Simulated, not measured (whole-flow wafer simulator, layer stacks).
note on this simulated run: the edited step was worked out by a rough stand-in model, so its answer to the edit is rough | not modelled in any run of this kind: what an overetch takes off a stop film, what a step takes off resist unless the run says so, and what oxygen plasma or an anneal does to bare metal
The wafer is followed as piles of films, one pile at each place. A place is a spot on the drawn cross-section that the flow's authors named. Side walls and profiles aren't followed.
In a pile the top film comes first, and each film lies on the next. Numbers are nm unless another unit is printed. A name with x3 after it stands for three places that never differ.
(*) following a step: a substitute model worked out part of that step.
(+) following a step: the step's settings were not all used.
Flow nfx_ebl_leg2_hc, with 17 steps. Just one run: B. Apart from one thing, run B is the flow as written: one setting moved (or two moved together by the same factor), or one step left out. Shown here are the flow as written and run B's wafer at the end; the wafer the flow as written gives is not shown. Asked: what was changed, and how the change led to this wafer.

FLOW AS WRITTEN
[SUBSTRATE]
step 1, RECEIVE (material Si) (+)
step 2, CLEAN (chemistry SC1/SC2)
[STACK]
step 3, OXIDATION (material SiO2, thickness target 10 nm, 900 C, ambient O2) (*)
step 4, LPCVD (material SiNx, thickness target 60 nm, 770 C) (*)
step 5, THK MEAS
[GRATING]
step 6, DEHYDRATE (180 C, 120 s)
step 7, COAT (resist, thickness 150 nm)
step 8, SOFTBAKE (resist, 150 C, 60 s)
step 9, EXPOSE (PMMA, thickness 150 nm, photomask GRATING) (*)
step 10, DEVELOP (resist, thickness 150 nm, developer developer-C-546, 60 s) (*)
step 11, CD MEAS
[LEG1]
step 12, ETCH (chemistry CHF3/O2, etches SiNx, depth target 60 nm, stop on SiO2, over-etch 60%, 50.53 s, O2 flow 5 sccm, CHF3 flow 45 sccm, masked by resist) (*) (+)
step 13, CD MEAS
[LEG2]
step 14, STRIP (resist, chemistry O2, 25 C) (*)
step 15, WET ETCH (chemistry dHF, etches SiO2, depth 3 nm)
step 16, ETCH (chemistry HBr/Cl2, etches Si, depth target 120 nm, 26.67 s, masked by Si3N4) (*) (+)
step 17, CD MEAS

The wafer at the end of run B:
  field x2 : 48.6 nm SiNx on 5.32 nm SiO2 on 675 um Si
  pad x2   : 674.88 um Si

The reason: step 3, OXIDATION: 832 C was run, while the flow as written has 900 C.

The path from the change to this, step by step:
  step 3, OXIDATION (material SiO2, thickness target 10 nm, 900 C, ambient O2) (*)
      field x2, pad x2: +5.32 SiO2 (new film), -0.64 chemical SiO2 (all of it), -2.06 Si (in the flow as written it would be: +10 SiO2 (new film), -0.64 chemical SiO2 (all of it), -4.12 Si)
  step 12, ETCH (chemistry CHF3/O2, etches SiNx, depth target 60 nm, stop on SiO2, over-etch 60%, 50.53 s, O2 flow 5 sccm, CHF3 flow 45 sccm, masked by resist) (*) (+)
      pad x2: -60 SiNx (all of it), -5.32 SiO2 (all of it) (in the flow as written it would be: -60 SiNx (all of it), -10 SiO2 (all of it))
